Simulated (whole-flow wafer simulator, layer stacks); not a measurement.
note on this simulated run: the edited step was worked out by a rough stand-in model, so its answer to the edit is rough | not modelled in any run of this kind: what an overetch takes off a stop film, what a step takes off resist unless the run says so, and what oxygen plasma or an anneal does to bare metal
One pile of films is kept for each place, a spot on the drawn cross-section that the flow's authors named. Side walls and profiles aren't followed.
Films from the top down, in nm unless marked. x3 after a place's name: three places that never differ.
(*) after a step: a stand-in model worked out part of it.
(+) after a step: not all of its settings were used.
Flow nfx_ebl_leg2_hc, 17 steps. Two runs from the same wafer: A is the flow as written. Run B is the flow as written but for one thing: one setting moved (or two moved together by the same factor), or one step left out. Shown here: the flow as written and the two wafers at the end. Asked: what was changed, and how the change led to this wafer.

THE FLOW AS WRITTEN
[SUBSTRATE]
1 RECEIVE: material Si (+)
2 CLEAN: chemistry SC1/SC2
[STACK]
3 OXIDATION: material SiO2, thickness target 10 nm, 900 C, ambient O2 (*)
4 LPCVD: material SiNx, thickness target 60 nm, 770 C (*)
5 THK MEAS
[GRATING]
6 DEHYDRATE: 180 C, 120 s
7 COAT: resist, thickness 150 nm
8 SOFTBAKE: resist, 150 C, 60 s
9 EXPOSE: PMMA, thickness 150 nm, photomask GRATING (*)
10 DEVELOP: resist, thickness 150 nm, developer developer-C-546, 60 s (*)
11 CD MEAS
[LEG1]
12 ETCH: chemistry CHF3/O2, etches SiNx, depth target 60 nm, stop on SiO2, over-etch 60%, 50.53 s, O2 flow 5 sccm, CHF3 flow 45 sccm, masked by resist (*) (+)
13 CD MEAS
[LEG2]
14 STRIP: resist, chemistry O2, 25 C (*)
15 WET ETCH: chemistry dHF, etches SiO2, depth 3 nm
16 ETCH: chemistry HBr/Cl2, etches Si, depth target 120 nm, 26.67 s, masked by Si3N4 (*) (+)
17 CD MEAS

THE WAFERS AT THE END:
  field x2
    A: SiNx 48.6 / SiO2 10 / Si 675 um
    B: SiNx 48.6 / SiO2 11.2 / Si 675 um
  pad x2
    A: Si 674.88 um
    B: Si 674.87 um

The cause: step 3, OXIDATION: thickness target 11.2 nm was run, where the flow has thickness target 10 nm.
It can be read off the wafer: field x2 has SiO2 11.2, and step 3 as written asks for 10 nm.

How the change led to this, step by step:
  3 OXIDATION: material SiO2, thickness target 10 nm, 900 C, ambient O2 (*)
      field x2, pad x2: A SiO2 +10 (new film), chemical SiO2 -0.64 (all of it), Si -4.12 | B SiO2 +11.2 (new film), chemical SiO2 -0.64 (all of it), Si -4.64
  12 ETCH: chemistry CHF3/O2, etches SiNx, depth target 60 nm, stop on SiO2, over-etch 60%, 50.53 s, O2 flow 5 sccm, CHF3 flow 45 sccm, masked by resist (*) (+)
      pad x2: A SiNx -60 (all of it), SiO2 -10 (all of it) | B SiNx -60 (all of it), SiO2 -11.2 (all of it)
